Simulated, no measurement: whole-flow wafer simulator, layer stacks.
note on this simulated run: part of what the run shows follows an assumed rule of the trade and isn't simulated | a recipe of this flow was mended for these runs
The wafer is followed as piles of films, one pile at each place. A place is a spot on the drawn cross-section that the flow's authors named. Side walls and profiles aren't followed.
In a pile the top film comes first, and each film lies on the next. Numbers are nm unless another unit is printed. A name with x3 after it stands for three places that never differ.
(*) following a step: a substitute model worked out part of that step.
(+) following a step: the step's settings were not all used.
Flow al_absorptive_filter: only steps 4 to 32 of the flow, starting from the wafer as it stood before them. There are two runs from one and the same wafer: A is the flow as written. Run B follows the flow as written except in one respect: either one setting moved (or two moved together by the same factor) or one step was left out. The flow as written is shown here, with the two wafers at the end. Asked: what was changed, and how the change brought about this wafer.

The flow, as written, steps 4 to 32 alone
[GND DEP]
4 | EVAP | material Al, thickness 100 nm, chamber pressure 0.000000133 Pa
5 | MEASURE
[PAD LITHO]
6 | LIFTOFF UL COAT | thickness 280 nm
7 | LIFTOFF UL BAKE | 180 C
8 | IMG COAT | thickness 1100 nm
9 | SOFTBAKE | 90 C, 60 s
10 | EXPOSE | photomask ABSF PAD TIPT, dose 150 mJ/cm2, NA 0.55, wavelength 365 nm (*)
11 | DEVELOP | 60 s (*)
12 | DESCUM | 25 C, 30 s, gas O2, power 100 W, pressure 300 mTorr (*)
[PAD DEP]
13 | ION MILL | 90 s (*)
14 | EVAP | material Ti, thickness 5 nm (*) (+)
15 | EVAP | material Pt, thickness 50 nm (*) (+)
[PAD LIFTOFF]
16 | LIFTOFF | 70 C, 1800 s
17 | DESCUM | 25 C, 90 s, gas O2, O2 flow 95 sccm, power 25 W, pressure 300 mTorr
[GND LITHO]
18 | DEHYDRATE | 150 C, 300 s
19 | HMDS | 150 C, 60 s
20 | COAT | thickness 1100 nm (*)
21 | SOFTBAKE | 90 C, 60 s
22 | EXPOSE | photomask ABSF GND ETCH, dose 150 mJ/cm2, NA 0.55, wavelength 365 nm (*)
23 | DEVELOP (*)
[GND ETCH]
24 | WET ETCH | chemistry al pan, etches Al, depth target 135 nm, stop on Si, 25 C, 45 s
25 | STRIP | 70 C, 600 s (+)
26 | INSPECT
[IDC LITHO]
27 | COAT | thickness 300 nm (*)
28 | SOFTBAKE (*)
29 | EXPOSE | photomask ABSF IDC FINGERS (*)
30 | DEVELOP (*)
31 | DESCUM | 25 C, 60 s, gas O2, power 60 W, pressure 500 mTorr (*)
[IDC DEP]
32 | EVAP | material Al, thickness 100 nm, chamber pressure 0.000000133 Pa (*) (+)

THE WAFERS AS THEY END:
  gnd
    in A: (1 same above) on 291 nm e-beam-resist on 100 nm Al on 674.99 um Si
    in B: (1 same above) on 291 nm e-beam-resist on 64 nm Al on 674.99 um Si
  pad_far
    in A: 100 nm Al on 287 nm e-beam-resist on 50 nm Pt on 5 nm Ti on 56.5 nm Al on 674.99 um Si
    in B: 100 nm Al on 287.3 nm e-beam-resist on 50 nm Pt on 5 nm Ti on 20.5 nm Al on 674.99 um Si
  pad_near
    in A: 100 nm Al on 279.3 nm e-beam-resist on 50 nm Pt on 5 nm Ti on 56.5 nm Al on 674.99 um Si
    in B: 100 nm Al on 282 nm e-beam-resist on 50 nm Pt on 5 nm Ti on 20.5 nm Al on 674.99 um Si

Cause: step 4, EVAP: thickness 64 nm was run, whereas the flow has thickness 100 nm.
The wafer lets one read it off: gnd has Al 64, and step 4 as written asks for 100 nm.

Step by step, how the change led to this:
  4 | EVAP | material Al, thickness 100 nm, chamber pressure 0.000000133 Pa
      gnd, pad_far, pad_near and 11 more: A Al gains 100 (new film) | B Al gains 64 (new film)
  24 | WET ETCH | chemistry al pan, etches Al, depth target 135 nm, stop on Si, 25 C, 45 s
      res, xl_gap, idc_field x2, idc_line: A Al loses 86.7 (all of it) | B Al loses 50.7 (all of it)
  27 | COAT | thickness 300 nm (*)
      ledge: A e-beam-resist gains 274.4 (new film) | B e-beam-resist gains 284.9 (new film)
      res: A e-beam-resist gains 349.6 (new film) | B e-beam-resist gains 332.5 (new film)
      (and at 1 other place as well)
